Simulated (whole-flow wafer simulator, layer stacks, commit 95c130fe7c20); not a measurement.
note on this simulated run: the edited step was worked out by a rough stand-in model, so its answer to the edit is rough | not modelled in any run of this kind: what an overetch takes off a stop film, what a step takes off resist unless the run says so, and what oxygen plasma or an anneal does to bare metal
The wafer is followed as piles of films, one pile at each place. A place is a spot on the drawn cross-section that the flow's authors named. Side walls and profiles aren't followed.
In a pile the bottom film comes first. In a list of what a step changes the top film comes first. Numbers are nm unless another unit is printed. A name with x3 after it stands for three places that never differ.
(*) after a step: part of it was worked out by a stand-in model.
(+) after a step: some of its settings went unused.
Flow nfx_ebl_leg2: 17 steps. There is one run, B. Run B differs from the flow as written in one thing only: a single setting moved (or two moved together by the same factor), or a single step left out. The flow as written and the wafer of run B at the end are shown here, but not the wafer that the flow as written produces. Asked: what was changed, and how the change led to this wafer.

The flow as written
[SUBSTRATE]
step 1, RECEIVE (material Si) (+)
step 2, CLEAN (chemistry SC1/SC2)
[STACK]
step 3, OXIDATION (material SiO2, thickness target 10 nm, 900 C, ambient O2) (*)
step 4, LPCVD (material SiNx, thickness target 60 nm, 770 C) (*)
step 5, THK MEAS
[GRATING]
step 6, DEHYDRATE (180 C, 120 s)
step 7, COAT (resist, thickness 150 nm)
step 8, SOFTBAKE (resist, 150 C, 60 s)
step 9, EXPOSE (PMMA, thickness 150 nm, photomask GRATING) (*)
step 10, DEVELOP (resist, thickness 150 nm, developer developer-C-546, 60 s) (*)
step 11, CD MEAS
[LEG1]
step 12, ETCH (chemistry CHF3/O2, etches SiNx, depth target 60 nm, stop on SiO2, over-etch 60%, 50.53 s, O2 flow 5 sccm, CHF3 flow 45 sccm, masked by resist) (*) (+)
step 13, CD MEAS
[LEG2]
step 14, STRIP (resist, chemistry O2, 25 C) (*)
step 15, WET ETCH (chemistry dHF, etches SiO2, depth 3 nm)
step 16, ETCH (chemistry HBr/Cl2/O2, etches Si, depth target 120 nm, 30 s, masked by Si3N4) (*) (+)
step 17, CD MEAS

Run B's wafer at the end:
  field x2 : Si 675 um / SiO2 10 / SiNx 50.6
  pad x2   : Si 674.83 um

Cause: step 16, ETCH: depth target 165 nm was run, while the flow as written has depth target 120 nm; step 16, ETCH: 41.2 s was run, where the flow has 30 s.

Step by step, how the change led to this:
  step 16, ETCH (chemistry HBr/Cl2/O2, etches Si, depth target 120 nm, 30 s, masked by Si3N4) (*) (+)
      field x2: SiNx loses 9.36 (as written it would have been: SiNx loses 6.82)
      pad x2: Si loses 165 (as written it would have been: Si loses 120)
